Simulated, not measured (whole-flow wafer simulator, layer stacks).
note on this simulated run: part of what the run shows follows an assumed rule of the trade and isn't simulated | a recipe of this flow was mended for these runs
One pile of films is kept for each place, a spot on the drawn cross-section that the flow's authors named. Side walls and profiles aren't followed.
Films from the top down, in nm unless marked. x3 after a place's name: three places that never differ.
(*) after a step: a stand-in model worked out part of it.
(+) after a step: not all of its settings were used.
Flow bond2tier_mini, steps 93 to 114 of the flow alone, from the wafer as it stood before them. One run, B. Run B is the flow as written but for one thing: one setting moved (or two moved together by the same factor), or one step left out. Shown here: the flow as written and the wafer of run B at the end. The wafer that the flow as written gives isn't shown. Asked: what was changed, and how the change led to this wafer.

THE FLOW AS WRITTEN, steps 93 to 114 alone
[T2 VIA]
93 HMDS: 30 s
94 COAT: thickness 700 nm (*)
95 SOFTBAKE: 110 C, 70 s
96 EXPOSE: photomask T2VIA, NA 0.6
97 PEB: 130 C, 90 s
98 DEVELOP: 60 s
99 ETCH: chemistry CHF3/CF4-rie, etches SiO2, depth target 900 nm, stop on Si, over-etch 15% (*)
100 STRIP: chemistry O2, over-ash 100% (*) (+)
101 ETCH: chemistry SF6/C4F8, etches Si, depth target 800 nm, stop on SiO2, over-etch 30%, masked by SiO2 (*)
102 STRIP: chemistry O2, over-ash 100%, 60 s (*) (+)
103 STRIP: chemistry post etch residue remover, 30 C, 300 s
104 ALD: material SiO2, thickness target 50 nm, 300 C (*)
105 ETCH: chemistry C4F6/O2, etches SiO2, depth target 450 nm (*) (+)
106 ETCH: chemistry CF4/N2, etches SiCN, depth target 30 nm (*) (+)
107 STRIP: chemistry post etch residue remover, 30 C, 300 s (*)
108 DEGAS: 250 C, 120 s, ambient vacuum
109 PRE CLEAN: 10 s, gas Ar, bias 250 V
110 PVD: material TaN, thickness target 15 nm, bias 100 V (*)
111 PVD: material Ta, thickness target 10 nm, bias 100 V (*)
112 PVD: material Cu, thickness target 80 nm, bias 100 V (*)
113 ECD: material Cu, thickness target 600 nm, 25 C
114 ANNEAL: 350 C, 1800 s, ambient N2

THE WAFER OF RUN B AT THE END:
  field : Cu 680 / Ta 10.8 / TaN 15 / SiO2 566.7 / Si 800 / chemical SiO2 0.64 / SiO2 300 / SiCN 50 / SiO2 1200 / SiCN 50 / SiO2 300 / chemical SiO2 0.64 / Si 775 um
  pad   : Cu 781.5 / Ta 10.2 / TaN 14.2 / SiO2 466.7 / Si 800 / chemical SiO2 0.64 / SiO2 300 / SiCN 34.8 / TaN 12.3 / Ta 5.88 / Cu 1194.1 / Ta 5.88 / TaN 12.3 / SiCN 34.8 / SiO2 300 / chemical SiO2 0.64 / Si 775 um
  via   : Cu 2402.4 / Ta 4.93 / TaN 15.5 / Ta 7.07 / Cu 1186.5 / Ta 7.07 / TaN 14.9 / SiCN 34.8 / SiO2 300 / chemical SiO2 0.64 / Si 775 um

The cause: step 111, PVD: thickness target 10.8 nm was run, where the flow has thickness target 10 nm.
It can be read off the wafer: field has Ta 10.8, and step 111 as written asks for 10 nm.

How the change led to this, step by step:
  111 PVD: material Ta, thickness target 10 nm, bias 100 V (*)
      field: Ta +10.8 (new film) (as written it would be: Ta +10 (new film))
      pad: Ta +10.2 (new film) (as written it would be: Ta +9.42 (new film))
